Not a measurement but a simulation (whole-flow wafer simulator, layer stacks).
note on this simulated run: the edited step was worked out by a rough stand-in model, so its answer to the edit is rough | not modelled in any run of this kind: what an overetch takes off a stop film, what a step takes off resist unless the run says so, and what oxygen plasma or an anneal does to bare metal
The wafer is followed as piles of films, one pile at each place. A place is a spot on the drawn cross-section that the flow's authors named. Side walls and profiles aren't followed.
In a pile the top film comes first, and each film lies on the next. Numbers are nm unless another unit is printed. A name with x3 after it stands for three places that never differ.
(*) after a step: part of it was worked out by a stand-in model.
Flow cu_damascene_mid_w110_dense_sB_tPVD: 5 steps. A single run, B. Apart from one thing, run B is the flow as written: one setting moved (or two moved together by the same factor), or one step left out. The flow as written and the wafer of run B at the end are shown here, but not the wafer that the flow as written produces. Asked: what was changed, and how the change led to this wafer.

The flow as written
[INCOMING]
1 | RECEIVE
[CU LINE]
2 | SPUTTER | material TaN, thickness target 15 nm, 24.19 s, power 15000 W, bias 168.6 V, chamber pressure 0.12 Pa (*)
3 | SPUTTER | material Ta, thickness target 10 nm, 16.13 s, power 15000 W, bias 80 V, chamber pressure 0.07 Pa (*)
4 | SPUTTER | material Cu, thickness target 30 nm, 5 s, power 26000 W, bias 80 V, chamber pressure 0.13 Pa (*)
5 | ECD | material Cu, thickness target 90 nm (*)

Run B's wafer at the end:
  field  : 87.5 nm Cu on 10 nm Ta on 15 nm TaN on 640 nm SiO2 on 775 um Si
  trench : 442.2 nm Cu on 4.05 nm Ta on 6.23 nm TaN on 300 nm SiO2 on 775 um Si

Cause: step 5, ECD: thickness target 57.5 nm was run, while the flow as written has thickness target 90 nm.

The path from the change to this, step by step:
  5 | ECD | material Cu, thickness target 90 nm (*)
      field: Cu gains 57.5 (in the flow as written it would be: Cu gains 90)
      trench: Cu gains 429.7 (in the flow as written it would be: Cu gains 462.2)
